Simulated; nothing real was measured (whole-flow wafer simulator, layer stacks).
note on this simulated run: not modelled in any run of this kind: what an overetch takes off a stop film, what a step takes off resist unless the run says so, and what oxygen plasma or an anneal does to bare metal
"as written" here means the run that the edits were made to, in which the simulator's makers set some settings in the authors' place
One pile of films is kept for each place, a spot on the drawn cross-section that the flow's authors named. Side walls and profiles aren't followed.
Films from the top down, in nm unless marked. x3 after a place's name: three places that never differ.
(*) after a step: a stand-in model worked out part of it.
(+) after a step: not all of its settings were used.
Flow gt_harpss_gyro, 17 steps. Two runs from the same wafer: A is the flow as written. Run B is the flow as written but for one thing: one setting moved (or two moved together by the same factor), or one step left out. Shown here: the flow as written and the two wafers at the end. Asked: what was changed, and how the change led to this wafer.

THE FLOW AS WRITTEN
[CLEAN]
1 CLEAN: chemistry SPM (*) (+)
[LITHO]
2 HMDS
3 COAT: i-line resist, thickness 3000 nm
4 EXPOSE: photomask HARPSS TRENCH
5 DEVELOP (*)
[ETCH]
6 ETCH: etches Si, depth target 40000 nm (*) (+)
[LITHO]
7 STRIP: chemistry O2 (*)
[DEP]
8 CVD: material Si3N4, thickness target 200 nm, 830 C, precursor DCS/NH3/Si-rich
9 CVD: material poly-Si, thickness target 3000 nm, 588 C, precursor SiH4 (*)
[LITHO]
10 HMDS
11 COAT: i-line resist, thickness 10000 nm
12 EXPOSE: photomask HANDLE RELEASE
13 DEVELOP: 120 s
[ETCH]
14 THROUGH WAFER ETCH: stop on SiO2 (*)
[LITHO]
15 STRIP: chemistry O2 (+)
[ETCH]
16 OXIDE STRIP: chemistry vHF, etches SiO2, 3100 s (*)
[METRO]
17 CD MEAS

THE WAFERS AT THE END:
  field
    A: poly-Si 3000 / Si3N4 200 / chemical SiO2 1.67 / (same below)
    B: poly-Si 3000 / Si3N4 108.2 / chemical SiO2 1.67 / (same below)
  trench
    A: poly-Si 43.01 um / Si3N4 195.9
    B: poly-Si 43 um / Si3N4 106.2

The cause: step 8, CVD: thickness target 108.2 nm was run, where the flow has thickness target 200 nm.
It can be read off the wafer: field has Si3N4 108.2, and step 8 as written asks for 200 nm.

How the change led to this, step by step:
  8 CVD: material Si3N4, thickness target 200 nm, 830 C, precursor DCS/NH3/Si-rich
      field: A Si3N4 +200 (new film) | B Si3N4 +108.2 (new film)
      trench: A Si3N4 +195.9 (new film) | B Si3N4 +106.2 (new film)
  9 CVD: material poly-Si, thickness target 3000 nm, 588 C, precursor SiH4 (*)
      trench: A poly-Si +43.01 um (new film) | B poly-Si +43 um (new film)
